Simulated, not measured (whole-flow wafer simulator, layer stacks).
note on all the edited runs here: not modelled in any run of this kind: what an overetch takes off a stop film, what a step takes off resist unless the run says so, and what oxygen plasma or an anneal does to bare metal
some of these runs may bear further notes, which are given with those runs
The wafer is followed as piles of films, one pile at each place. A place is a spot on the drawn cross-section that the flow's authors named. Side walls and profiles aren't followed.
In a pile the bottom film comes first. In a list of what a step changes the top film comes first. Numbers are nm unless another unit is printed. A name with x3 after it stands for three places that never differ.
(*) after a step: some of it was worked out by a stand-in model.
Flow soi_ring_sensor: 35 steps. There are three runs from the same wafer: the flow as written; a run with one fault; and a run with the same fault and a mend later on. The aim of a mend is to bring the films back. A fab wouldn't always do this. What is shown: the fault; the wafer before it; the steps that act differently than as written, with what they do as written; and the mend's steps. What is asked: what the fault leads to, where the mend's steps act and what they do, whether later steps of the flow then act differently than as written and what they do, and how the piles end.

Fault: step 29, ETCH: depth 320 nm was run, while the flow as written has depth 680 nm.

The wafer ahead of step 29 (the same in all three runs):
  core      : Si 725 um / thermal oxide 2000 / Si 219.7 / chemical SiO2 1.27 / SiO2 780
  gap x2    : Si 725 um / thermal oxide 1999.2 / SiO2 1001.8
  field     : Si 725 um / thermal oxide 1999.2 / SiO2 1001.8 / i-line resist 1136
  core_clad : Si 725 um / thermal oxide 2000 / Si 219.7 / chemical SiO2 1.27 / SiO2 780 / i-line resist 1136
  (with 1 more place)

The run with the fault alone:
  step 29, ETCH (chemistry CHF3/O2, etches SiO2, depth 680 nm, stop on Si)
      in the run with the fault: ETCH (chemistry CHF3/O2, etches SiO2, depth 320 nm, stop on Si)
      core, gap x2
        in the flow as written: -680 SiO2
        in the run with the fault: -320 SiO2
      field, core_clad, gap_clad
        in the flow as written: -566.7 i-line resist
        in the run with the fault: -266.7 i-line resist
  Steps further on in the flow that do not act as written:
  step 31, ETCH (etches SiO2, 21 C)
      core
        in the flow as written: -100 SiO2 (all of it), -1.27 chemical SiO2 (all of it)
        in the run with the fault: -460 SiO2 (all of it), -1.27 chemical SiO2 (all of it)
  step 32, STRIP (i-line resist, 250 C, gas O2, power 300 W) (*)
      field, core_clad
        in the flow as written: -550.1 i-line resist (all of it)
        in the run with the fault: -850.1 i-line resist (all of it)
  The piles end only slightly different from the flow's at the places that both follow, by no more than 2% or 0.5 nm, whichever is larger.

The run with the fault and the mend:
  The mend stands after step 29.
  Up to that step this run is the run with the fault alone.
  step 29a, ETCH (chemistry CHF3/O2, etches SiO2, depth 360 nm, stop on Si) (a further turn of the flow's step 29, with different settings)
      core, gap x2
        -360 SiO2
      field, core_clad, gap_clad
        -300 i-line resist
  None of the later steps of the flow acts differently than as written at any place that is followed.
  By the end, the piles equal the flow's at every place that both follow.
